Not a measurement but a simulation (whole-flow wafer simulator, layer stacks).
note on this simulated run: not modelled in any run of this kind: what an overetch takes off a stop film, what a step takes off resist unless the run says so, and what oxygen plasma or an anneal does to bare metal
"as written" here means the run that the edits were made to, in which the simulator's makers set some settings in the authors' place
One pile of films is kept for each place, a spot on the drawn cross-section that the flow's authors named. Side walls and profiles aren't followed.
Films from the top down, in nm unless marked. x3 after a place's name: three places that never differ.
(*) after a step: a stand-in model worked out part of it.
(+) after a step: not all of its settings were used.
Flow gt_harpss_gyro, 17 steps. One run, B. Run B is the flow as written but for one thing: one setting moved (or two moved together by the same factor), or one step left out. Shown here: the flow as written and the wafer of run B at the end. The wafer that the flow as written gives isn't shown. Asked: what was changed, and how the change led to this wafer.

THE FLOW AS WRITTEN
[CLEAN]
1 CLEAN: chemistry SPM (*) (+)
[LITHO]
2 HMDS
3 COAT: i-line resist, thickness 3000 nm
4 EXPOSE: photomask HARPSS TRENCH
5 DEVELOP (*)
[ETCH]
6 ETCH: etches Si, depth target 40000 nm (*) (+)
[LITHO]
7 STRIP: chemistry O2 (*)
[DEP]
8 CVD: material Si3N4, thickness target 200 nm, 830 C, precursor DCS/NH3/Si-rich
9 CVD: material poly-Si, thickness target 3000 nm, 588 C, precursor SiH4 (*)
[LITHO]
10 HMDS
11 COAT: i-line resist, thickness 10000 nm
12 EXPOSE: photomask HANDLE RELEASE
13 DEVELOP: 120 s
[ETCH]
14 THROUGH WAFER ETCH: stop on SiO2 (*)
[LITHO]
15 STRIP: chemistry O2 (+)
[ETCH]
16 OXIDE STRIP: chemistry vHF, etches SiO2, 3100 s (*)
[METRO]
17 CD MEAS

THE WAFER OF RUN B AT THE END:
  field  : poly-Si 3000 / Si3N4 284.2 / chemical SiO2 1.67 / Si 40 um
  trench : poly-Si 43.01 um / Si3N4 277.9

The cause: step 8, CVD: thickness target 284.2 nm was run, where the flow has thickness target 200 nm.
It can be read off the wafer: field has Si3N4 284.2, and step 8 as written asks for 200 nm.

How the change led to this, step by step:
  8 CVD: material Si3N4, thickness target 200 nm, 830 C, precursor DCS/NH3/Si-rich
      field: Si3N4 +284.2 (new film) (as written it would be: Si3N4 +200 (new film))
      trench: Si3N4 +277.9 (new film) (as written it would be: Si3N4 +195.9 (new film))
